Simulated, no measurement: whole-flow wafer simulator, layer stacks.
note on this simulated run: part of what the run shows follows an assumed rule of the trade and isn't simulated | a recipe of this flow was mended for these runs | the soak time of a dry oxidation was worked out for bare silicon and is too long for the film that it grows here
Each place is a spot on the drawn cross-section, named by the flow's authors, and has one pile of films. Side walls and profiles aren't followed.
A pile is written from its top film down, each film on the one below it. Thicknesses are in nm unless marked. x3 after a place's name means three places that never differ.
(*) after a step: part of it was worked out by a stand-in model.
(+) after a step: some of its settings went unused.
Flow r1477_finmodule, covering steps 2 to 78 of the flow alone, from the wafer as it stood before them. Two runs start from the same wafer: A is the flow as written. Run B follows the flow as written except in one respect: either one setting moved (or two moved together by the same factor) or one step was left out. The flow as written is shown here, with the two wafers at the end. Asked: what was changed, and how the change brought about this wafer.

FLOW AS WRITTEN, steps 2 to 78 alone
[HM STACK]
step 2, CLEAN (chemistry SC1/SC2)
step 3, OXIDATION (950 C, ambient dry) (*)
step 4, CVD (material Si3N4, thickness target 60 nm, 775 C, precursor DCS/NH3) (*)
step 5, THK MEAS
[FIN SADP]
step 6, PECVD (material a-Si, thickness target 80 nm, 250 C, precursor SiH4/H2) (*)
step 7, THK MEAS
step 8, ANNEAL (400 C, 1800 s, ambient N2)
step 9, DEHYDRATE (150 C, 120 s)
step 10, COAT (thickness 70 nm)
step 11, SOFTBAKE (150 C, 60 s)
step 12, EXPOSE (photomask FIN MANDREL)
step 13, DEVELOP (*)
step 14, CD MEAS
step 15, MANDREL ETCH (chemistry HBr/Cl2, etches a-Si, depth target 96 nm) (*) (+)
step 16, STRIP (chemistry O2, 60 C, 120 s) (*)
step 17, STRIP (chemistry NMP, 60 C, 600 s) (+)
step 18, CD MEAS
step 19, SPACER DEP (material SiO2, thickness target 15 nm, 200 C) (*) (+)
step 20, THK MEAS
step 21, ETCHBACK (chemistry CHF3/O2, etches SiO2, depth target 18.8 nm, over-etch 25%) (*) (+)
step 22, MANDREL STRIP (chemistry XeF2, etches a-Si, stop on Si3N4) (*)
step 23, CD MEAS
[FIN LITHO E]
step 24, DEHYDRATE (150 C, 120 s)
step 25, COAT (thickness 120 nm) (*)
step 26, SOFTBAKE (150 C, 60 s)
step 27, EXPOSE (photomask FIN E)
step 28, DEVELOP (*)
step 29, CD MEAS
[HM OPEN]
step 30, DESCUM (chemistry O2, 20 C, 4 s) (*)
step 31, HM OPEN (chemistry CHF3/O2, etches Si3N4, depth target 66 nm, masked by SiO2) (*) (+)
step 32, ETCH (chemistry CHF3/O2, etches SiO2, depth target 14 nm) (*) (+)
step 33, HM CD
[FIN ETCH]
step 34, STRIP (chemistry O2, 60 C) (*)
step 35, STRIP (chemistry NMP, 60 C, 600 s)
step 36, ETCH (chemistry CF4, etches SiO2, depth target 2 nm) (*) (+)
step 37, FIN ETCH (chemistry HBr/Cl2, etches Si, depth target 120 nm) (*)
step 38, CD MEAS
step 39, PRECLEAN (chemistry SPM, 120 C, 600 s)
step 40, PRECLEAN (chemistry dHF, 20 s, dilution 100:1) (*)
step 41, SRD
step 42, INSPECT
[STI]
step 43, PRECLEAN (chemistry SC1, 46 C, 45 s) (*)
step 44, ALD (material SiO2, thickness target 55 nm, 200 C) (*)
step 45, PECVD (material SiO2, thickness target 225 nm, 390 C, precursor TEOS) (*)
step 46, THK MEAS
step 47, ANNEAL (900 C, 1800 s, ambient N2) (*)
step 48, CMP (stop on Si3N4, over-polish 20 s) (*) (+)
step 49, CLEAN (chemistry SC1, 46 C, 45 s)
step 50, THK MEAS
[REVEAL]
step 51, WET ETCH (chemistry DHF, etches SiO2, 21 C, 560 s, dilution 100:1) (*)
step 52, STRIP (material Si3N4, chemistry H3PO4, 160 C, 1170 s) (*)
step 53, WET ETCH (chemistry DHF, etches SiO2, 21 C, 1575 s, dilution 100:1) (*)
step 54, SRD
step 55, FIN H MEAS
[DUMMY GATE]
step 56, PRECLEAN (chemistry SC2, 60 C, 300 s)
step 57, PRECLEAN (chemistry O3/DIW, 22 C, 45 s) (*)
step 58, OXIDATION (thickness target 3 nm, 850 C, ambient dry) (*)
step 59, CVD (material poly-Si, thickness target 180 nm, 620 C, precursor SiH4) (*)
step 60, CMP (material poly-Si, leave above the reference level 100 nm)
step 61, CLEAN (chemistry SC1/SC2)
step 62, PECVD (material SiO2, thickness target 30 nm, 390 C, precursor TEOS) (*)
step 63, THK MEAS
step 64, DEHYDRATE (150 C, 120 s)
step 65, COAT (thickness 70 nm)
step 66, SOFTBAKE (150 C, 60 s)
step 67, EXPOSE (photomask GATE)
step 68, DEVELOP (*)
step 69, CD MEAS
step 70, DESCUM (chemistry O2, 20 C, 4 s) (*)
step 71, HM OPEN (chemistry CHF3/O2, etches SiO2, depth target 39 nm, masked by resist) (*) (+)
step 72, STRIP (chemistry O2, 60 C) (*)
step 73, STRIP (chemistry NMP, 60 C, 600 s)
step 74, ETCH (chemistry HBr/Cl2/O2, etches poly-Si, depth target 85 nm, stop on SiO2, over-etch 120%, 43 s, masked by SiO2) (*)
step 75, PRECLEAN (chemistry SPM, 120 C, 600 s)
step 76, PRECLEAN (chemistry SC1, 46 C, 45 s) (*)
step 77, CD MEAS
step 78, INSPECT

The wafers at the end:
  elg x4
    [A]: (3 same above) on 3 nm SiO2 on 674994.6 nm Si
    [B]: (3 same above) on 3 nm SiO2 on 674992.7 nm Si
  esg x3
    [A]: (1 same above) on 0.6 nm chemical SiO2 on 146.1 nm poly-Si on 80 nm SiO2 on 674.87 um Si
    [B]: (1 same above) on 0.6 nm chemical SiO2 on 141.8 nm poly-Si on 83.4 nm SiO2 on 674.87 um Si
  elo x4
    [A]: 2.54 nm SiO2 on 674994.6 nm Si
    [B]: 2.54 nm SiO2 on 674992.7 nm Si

What caused this: step 3, OXIDATION: 985 C was run, though the flow has 950 C.

How this came from the change, step by step:
  step 3, OXIDATION (950 C, ambient dry) (*)
      pad, padg, elg x4 and 30 more: A SiO2 gains 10 (new film), chemical SiO2 loses 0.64 (all of it), Si loses 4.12 | B SiO2 gains 14.3 (new film), chemical SiO2 loses 0.64 (all of it), Si loses 6.01
  step 32, ETCH (chemistry CHF3/O2, etches SiO2, depth target 14 nm) (*) (+)
      pad, padg, esg x3 and 11 more: A SiO2 loses 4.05 (all of it), Si loses 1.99 | B SiO2 loses 8.35 (all of it), Si loses 1.13
      s40cg, s45cg, s50cg, s40co, s45co, s50co: A SiO2 loses 7 (all of it), Si loses 1.4 | B SiO2 loses 11.3 (all of it), Si loses 0.54
  step 48, CMP (stop on Si3N4, over-polish 20 s) (*) (+)
      pad, padg: A SiO2 loses 79.4 | B SiO2 loses 76
  step 53, WET ETCH (chemistry DHF, etches SiO2, 21 C, 1575 s, dilution 100:1) (*)
      elg x4, elo x4: A SiO2 loses 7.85 (all of it) | B SiO2 loses 12.2 (all of it)
      s40sg_line, s45sg_line, s50sg_line, s40so_line, s45so_line, s50so_line: A SiO2 loses 8.51 (all of it) | B SiO2 loses 12.8 (all of it)
  step 60, CMP (material poly-Si, leave above the reference level 100 nm)
      pad, padg: A poly-Si loses 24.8 | B poly-Si loses 29.1
  step 74, ETCH (chemistry HBr/Cl2/O2, etches poly-Si, depth target 85 nm, stop on SiO2, over-etch 120%, 43 s, masked by SiO2) (*)
      eso x3, e200so, s40co, s40so, s45co, s45so, s50co, s50so: A chemical SiO2 loses 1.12 (all of it), poly-Si loses 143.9 (all of it), SiO2 loses 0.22 | B chemical SiO2 loses 1.12 (all of it), poly-Si loses 139.6 (all of it), SiO2 loses 0.24
      pad: A chemical SiO2 loses 1.12 (all of it), poly-Si loses 152.8 (all of it), SiO2 loses 0.17 | B chemical SiO2 loses 1.12 (all of it), poly-Si loses 148.5 (all of it), SiO2 loses 0.19
